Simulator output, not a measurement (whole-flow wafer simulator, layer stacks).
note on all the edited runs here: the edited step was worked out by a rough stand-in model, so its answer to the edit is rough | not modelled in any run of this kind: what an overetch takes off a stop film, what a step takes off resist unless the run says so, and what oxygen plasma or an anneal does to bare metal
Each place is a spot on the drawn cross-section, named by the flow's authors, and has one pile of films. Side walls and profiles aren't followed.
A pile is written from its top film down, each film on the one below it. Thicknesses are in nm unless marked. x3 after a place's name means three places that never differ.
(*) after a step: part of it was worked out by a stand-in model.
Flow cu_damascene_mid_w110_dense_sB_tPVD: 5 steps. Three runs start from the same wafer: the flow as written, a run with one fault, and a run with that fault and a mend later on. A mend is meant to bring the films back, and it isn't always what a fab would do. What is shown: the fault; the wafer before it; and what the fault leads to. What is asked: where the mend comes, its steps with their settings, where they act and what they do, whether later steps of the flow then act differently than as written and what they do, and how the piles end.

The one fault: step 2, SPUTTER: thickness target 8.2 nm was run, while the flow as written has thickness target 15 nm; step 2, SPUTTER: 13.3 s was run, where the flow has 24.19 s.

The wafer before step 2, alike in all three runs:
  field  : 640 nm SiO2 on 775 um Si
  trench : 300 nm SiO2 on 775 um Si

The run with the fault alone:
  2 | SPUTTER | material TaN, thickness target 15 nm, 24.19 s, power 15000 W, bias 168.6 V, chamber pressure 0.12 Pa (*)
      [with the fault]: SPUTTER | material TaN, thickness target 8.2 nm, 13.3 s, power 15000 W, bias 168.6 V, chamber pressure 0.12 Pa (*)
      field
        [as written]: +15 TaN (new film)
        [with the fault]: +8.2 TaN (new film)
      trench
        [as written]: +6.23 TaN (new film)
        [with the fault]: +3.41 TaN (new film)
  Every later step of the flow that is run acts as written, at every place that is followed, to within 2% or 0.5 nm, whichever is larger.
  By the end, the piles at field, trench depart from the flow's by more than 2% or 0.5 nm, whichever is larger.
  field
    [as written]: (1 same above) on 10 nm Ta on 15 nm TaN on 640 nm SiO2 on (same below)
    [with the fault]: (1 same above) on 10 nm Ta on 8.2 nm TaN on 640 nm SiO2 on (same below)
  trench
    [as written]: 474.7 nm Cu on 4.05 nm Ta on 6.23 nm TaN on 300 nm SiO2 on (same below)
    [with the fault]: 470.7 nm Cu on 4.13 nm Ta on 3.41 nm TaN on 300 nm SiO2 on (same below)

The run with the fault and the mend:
  After step 2 comes the mend.
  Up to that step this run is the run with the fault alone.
  2a | SPUTTER | material TaN, thickness target 6.8 nm, 10.97 s, power 15000 W, bias 168.6 V, chamber pressure 0.12 Pa (*) (the flow's step 2, run once more with other settings)
      field
        +6.8 TaN
      trench
        +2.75 TaN
  Every later step of the flow that is run acts as written, at every place that is followed, to within 2% or 0.5 nm, whichever is larger.
  At the end the piles are close to the flow's at the places that both follow, differing by at most 2% or 0.5 nm, whichever is larger.
